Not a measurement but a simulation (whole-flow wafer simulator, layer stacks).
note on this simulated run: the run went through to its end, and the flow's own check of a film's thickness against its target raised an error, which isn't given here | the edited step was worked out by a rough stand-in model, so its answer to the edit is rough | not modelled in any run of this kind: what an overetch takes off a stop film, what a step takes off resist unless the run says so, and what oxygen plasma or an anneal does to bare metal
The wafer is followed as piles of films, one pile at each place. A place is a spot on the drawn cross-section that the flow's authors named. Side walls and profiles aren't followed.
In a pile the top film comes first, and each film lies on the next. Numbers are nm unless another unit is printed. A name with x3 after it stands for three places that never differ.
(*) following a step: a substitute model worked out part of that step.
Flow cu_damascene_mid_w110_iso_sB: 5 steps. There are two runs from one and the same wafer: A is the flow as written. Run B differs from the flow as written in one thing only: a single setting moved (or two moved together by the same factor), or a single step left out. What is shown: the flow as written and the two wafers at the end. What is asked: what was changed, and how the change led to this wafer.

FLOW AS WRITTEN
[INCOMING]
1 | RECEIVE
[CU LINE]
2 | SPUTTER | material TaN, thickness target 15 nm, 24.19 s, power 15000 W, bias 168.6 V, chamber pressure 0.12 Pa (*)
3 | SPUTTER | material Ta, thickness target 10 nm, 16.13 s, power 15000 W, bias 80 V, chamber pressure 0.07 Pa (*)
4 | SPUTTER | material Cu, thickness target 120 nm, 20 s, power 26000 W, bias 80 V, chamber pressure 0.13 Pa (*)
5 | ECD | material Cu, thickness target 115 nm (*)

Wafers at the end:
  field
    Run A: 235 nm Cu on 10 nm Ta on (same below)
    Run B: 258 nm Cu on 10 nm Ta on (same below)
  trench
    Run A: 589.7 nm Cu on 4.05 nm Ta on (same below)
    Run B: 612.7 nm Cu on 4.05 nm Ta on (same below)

The reason: step 5, ECD: thickness target 138 nm was run, while the flow as written has thickness target 115 nm.

Step by step, how the change led to this:
  5 | ECD | material Cu, thickness target 115 nm (*)
      field: A +115 Cu | B +138 Cu
      trench: A +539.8 Cu | B +562.8 Cu
